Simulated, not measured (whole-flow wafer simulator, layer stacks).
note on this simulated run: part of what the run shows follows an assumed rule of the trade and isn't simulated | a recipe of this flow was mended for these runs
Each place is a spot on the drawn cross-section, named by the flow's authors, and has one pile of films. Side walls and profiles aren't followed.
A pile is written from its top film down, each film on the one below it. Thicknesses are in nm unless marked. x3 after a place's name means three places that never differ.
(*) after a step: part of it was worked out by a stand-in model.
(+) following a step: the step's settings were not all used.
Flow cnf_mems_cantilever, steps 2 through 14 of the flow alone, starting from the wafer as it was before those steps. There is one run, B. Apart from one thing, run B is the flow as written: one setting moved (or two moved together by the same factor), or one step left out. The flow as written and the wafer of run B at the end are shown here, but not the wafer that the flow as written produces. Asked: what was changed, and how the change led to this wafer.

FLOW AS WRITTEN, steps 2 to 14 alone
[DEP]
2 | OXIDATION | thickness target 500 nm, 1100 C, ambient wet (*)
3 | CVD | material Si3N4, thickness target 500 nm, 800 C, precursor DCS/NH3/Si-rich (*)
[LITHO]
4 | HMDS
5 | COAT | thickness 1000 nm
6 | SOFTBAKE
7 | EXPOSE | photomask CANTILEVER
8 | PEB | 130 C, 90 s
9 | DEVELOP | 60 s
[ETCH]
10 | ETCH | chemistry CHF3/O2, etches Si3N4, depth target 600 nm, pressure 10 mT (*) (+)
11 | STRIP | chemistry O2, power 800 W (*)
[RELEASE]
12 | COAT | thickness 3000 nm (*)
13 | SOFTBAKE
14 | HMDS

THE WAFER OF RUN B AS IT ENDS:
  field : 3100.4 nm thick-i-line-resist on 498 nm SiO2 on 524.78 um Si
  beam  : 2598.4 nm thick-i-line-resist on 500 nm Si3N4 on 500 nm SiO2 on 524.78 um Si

Cause: step 10, ETCH: depth target 504 nm was run, though the flow has depth target 600 nm.

Step by step, how the change led to this:
  10 | ETCH | chemistry CHF3/O2, etches Si3N4, depth target 600 nm, pressure 10 mT (*) (+)
      field: -500 Si3N4 (all of it), -2 SiO2 (it would be, as written: -500 Si3N4 (all of it), -50 SiO2)
      beam: -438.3 KrF-resist (it would be, as written: -521.7 KrF-resist)
  11 | STRIP | chemistry O2, power 800 W (*)
      beam: -544.4 KrF-resist (all of it) (it would be, as written: -460.9 KrF-resist (all of it))
  13 | SOFTBAKE
      field: +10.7 thick-i-line-resist (it would be, as written: +11.9 thick-i-line-resist)
      beam: -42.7 thick-i-line-resist (it would be, as written: -47.6 thick-i-line-resist)
